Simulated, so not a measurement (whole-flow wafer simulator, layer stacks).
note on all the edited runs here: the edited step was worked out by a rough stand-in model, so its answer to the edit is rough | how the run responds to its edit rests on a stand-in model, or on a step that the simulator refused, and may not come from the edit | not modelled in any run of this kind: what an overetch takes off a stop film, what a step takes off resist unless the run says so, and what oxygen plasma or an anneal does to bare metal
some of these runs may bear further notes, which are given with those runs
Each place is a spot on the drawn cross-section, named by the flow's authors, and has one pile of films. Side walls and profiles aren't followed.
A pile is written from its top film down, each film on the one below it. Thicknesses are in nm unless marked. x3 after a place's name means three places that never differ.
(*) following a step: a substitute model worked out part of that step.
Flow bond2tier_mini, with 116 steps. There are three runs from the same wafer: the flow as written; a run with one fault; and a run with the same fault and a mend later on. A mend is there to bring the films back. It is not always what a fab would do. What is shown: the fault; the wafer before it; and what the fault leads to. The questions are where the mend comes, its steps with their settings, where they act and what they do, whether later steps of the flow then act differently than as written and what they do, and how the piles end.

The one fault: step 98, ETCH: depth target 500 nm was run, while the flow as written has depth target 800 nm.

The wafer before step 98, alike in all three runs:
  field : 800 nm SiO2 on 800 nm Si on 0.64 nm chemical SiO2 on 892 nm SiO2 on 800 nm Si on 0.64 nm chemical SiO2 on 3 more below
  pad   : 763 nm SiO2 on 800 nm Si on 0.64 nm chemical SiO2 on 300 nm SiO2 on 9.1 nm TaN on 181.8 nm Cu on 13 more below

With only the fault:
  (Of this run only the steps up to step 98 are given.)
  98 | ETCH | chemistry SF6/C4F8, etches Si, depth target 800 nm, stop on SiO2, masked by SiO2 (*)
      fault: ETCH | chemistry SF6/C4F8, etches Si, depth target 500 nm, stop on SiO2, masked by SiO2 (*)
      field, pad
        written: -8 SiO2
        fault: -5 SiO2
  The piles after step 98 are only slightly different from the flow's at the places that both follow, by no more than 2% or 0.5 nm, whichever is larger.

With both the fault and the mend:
  The mend follows step 98.
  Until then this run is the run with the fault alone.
  98a | ETCH | chemistry SF6/C4F8, etches Si, depth target 300 nm, stop on SiO2, masked by SiO2 (*) (a further turn of the flow's step 98, with different settings)
      field, pad
        -3 SiO2
  None of the later steps of the flow acts differently than as written at any place that is followed.
  By the end, the piles equal the flow's at every place that both follow.
